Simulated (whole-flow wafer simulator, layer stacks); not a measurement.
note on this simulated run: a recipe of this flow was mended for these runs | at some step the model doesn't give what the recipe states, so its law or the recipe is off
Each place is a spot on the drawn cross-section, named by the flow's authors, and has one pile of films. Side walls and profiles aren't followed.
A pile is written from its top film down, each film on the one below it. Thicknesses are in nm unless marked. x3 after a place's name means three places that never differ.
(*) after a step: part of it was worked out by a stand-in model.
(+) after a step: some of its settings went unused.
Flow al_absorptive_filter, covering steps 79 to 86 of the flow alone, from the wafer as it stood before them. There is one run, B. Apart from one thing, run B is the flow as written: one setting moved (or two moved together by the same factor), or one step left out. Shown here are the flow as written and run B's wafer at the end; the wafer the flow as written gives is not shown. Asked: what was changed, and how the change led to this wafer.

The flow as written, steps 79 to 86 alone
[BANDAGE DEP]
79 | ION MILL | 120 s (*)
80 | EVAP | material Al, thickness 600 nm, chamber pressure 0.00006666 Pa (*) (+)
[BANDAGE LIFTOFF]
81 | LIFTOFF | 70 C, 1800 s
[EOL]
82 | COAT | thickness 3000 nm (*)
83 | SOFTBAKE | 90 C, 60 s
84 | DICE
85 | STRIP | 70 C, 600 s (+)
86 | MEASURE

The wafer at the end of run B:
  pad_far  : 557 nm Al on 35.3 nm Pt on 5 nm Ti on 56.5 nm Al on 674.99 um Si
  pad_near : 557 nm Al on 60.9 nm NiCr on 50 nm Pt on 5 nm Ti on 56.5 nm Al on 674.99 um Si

Cause: step 80, EVAP: thickness 557 nm was run, whereas the flow has thickness 600 nm.
The wafer lets one read it off: pad_far has Al 557, and step 80 as written asks for 600 nm.

Step by step, how the change led to this:
  80 | EVAP | material Al, thickness 600 nm, chamber pressure 0.00006666 Pa (*) (+)
      gnd, pad_far, pad_near and 11 more: +557 Al (new film) (in the flow as written it would be: +600 Al (new film))
  81 | LIFTOFF | 70 C, 1800 s
      xa_field, xl_land, idc_field: -557 Al (all of it), -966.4 i-line-resist (all of it), -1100 lift-off-underlayer (all of it), -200 acrylic-e-beam-resist (all of it) (in the flow as written it would be: -600 Al (all of it), -966.4 i-line-resist (all of it), -1100 lift-off-underlayer (all of it), -200 acrylic-e-beam-resist (all of it))
      gnd: -557 Al (all of it), -968.3 i-line-resist (all of it), -1103.3 lift-off-underlayer (all of it), -200.9 acrylic-e-beam-resist (all of it) (in the flow as written it would be: -600 Al (all of it), -968.3 i-line-resist (all of it), -1103.3 lift-off-underlayer (all of it), -200.9 acrylic-e-beam-resist (all of it))
      (also at 8 further places)
  83 | SOFTBAKE | 90 C, 60 s
      pad_far: -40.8 i-line-resist (in the flow as written it would be: -44.2 i-line-resist)
      pad_near: -38 i-line-resist (in the flow as written it would be: -41.1 i-line-resist)
      (also at 1 further place)
